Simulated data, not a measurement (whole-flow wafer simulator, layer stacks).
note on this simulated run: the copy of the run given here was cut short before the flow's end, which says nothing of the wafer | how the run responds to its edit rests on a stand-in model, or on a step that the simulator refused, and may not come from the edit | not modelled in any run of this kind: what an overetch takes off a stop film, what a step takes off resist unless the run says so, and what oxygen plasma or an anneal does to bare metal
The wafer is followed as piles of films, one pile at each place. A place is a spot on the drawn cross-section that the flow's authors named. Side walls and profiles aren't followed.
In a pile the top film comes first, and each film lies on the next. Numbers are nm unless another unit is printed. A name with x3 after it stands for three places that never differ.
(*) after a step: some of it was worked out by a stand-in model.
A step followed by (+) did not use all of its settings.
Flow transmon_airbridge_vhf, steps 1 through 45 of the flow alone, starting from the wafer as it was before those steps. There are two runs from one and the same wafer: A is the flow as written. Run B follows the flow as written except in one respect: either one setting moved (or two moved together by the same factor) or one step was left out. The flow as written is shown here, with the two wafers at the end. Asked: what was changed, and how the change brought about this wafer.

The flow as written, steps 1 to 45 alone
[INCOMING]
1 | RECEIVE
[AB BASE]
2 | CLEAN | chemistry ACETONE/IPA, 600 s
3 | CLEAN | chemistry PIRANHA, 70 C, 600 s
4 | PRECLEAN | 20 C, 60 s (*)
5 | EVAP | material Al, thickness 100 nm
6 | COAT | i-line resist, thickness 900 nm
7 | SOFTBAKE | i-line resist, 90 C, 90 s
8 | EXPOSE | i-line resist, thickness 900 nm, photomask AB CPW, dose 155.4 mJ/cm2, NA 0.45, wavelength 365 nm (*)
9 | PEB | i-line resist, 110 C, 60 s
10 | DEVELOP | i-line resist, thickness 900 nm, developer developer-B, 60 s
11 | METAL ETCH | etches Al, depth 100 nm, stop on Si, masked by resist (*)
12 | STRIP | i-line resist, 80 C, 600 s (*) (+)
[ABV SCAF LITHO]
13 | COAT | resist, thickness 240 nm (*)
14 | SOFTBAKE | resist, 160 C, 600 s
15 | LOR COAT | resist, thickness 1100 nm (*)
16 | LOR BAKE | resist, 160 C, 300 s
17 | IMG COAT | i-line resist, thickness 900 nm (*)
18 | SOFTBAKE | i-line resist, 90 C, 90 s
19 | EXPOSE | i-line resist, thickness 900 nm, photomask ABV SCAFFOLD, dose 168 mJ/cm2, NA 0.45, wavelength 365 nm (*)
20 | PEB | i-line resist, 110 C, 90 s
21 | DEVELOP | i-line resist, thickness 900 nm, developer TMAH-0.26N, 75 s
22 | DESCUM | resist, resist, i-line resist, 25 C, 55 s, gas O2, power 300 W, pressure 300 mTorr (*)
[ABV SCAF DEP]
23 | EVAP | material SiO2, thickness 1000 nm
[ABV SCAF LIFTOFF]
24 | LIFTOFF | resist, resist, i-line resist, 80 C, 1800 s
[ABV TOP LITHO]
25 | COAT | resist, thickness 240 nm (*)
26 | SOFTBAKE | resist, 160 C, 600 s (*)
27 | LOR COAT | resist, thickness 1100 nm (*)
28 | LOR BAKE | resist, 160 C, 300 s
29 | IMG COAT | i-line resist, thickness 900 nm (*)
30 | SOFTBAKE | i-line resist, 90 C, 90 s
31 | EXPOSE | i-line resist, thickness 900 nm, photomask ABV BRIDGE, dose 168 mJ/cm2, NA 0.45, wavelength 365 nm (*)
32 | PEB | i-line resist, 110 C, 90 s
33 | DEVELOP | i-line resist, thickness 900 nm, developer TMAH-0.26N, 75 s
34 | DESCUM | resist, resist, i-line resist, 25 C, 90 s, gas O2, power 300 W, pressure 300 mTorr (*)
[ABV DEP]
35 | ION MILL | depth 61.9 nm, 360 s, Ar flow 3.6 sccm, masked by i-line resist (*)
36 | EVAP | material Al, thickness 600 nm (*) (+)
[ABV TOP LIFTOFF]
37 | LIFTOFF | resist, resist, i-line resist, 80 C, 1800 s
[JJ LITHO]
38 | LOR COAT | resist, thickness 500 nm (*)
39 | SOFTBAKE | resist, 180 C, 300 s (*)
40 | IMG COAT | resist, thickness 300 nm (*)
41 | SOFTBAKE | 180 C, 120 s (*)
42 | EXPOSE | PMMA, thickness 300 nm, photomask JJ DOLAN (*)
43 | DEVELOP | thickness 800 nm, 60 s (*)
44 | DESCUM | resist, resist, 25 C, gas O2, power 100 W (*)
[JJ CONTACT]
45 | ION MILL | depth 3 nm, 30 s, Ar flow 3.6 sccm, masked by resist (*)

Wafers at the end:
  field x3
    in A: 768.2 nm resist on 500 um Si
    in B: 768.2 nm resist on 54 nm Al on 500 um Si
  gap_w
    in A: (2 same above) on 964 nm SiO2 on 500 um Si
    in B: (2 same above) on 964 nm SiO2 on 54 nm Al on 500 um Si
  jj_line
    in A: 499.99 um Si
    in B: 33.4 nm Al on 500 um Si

Cause: step 5, EVAP: thickness 154 nm was run, whereas the flow has thickness 100 nm.

The path from the change to this, step by step:
  5 | EVAP | material Al, thickness 100 nm
      field x3, jj_line, ground_far and 12 more: A Al gains 100 (new film) | B Al gains 154 (new film)
  11 | METAL ETCH | etches Al, depth 100 nm, stop on Si, masked by resist (*)
      field x3, jj_line, gap_w, gap_e: A Al loses 100 (all of it) | B Al loses 100
  45 | ION MILL | depth 3 nm, 30 s, Ar flow 3.6 sccm, masked by resist (*)
      jj_line: A Si loses 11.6 | B Al loses 20.6
With metal films that touch counted as one body, field x3 has 1 body; the flow as written gives 0 bodies.
With metal films that touch counted as one body, gap_w has 2 bodies (between them, from the top down: SiO2 964); the flow as written gives 1 body.
With metal films that touch counted as one body, jj_line has 1 body; the flow as written gives 0 bodies.
